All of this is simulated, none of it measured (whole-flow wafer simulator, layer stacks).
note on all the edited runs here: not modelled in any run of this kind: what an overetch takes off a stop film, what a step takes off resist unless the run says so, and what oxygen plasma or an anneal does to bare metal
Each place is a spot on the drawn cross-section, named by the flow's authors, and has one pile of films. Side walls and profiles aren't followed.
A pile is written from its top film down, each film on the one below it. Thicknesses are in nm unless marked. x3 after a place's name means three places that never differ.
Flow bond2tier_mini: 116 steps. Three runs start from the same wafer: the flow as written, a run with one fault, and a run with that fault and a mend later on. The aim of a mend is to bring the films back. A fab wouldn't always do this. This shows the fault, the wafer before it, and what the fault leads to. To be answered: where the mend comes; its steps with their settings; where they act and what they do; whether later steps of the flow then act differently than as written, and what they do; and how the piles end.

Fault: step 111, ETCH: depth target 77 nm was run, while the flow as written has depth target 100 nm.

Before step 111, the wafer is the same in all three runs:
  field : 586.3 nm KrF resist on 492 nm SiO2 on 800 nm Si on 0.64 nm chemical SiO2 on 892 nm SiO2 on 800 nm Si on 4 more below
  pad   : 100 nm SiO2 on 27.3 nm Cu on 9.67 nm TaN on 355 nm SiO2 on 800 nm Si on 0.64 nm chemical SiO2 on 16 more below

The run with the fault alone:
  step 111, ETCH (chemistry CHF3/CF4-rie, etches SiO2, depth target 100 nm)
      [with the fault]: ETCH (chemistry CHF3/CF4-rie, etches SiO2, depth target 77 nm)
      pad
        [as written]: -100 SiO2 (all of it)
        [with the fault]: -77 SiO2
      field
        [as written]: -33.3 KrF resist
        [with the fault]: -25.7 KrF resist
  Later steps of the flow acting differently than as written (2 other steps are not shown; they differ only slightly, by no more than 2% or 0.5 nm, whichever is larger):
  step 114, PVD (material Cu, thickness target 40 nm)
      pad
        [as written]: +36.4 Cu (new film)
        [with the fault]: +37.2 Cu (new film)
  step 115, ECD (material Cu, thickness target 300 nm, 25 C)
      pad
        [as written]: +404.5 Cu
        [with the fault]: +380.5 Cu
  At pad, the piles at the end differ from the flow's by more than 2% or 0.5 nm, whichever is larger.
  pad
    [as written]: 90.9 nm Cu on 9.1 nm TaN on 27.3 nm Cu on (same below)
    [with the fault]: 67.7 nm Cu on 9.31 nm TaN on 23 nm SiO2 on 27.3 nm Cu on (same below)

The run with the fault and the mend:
  After step 111 comes the mend.
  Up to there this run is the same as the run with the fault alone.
  step 111a, ETCH (chemistry CHF3/CF4-rie, etches SiO2, depth target 23 nm) (the flow's step 111 again, with other settings)
      field
        -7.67 KrF resist
      pad
        -23 SiO2 (all of it)
  None of the later steps of the flow acts differently than as written at any place that is followed.
  By the end, the piles equal the flow's at every place that both follow.
